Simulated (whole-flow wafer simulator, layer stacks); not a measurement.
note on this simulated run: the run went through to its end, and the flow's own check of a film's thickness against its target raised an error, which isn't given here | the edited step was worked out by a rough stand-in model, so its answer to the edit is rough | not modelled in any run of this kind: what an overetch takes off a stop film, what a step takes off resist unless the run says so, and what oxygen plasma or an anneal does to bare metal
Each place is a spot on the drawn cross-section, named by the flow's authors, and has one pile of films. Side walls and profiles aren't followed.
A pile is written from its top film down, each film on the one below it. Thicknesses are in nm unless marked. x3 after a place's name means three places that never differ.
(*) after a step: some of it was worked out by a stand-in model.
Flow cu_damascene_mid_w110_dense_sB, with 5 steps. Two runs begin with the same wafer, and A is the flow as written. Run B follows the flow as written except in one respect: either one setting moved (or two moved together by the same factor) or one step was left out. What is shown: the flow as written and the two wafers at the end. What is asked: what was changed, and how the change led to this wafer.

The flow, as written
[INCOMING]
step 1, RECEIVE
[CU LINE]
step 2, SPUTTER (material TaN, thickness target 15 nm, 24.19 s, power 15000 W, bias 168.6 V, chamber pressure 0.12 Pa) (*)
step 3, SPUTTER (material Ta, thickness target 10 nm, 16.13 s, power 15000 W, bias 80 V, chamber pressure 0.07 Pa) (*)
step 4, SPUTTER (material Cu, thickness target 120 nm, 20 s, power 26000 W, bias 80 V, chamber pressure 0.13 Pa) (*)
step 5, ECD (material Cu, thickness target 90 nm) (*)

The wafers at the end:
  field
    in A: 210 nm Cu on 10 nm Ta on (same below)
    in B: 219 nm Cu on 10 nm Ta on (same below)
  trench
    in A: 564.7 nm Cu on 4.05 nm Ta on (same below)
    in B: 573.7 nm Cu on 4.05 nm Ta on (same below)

The reason: step 5, ECD: thickness target 99 nm was run, though the flow has thickness target 90 nm.

Step by step, how the change led to this:
  step 5, ECD (material Cu, thickness target 90 nm) (*)
      field: A +90 Cu | B +99 Cu
